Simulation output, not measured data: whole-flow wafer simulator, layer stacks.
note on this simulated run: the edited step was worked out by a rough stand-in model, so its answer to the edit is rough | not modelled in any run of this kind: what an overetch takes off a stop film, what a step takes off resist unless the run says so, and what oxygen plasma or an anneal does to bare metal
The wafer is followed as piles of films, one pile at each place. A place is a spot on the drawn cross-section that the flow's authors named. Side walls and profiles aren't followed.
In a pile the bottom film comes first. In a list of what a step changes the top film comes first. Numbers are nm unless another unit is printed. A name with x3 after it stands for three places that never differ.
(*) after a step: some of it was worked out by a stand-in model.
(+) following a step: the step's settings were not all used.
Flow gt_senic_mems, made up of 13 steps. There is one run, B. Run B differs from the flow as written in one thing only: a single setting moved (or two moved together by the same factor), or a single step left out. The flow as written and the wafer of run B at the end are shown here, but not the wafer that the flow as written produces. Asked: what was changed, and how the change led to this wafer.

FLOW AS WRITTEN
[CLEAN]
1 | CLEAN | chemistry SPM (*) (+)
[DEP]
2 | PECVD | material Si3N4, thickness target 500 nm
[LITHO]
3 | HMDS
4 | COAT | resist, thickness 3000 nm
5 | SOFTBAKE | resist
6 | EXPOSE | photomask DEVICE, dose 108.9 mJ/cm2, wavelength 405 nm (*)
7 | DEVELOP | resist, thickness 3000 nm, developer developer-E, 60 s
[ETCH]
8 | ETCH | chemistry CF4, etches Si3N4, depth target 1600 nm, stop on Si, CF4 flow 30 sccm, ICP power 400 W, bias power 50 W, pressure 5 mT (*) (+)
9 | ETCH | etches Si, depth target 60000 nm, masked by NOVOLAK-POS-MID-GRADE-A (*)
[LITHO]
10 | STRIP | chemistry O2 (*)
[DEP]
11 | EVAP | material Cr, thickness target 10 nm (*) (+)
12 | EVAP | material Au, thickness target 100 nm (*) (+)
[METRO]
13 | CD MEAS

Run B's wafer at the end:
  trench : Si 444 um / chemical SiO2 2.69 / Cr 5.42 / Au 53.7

The reason: step 9, ETCH: depth target 81000 nm was run, though the flow has depth target 60000 nm.

Step by step, how the change led to this:
  9 | ETCH | etches Si, depth target 60000 nm, masked by NOVOLAK-POS-MID-GRADE-A (*)
      field: resist loses 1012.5 (in the flow as written it would be: resist loses 750)
      trench: Si loses 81 um (in the flow as written it would be: Si loses 60 um)
  10 | STRIP | chemistry O2 (*)
      field: resist loses 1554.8 (all of it) (in the flow as written it would be: resist loses 1817.3 (all of it))
  11 | EVAP | material Cr, thickness target 10 nm (*) (+)
      trench: Cr gains 5.42 (new film) (in the flow as written it would be: Cr gains 6.45 (new film))
  12 | EVAP | material Au, thickness target 100 nm (*) (+)
      trench: Au gains 53.7 (new film) (in the flow as written it would be: Au gains 64.1 (new film))
